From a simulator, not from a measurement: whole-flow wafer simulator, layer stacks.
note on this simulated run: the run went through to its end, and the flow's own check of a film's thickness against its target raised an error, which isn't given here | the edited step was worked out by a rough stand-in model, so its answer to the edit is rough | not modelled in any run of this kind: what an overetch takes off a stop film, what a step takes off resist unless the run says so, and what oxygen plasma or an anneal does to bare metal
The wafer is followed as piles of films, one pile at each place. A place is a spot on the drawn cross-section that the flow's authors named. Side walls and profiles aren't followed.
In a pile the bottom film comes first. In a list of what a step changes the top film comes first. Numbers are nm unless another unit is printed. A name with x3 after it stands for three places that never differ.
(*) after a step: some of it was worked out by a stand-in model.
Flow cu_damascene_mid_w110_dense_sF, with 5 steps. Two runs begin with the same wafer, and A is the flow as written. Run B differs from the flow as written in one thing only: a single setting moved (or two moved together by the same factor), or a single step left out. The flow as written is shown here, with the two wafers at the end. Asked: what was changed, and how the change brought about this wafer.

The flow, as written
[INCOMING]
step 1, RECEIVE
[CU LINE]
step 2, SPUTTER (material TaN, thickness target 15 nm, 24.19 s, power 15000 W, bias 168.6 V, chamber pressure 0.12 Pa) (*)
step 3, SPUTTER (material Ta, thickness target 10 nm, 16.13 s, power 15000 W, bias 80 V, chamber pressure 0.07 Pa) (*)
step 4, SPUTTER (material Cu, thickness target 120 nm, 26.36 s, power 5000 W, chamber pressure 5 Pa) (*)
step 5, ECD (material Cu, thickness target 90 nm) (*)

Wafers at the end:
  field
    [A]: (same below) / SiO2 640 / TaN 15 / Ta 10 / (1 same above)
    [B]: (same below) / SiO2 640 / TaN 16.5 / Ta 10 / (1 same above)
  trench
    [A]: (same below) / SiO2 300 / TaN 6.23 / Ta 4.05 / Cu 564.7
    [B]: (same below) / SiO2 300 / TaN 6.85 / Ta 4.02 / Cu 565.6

The reason: step 2, SPUTTER: thickness target 16.5 nm was run, though the flow has thickness target 15 nm.
One can read it off the wafer: field has TaN 16.5, and step 2 as written asks for 15 nm.

Step by step, how the change led to this:
  step 2, SPUTTER (material TaN, thickness target 15 nm, 24.19 s, power 15000 W, bias 168.6 V, chamber pressure 0.12 Pa) (*)
      field: A +15 TaN (new film) | B +16.5 TaN (new film)
      trench: A +6.23 TaN (new film) | B +6.85 TaN (new film)
